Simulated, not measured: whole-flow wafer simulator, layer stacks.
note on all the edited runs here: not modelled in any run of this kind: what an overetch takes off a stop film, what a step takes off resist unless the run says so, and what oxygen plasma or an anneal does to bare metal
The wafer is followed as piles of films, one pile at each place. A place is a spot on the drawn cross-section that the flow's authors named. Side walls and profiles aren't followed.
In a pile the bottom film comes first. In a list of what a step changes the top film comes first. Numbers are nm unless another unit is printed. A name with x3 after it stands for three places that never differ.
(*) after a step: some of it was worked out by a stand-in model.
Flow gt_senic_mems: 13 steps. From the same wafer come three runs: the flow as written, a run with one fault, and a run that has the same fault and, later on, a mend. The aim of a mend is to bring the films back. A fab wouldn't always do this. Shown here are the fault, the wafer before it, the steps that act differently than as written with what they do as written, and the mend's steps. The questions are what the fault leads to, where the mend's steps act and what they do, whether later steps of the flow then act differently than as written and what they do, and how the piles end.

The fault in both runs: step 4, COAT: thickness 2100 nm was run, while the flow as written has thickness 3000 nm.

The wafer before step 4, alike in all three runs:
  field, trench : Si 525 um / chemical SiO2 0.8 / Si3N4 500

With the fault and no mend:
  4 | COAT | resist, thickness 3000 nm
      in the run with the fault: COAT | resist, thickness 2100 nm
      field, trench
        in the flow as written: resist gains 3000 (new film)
        in the run with the fault: resist gains 2100 (new film)
  Later steps of the flow acting differently than as written:
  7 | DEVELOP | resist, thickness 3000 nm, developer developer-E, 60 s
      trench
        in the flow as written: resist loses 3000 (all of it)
        in the run with the fault: resist loses 2100 (all of it)
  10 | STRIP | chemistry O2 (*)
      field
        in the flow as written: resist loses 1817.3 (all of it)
        in the run with the fault: resist loses 917.3 (all of it)
  At the end the piles are close to the flow's at the places that both follow, differing by at most 2% or 0.5 nm, whichever is larger.

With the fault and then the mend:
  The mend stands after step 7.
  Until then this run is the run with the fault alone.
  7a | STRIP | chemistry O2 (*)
      field
        resist loses 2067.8 (all of it)
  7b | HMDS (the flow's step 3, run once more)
      does not change any film at any place that is followed
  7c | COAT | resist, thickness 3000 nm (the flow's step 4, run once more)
      field, trench
        resist gains 3000 (new film)
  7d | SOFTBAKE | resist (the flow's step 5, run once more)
      does not change any film at any place that is followed
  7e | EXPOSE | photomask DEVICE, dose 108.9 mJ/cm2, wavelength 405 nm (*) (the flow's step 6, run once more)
      does not change any film at any place that is followed
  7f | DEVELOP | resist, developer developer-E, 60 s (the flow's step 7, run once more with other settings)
      field
        resist loses 32.2
      trench
        resist loses 3000 (all of it)
  Every later step of the flow that is run acts as written at every place that is followed.
  By the end, the piles equal the flow's at every place that both follow.
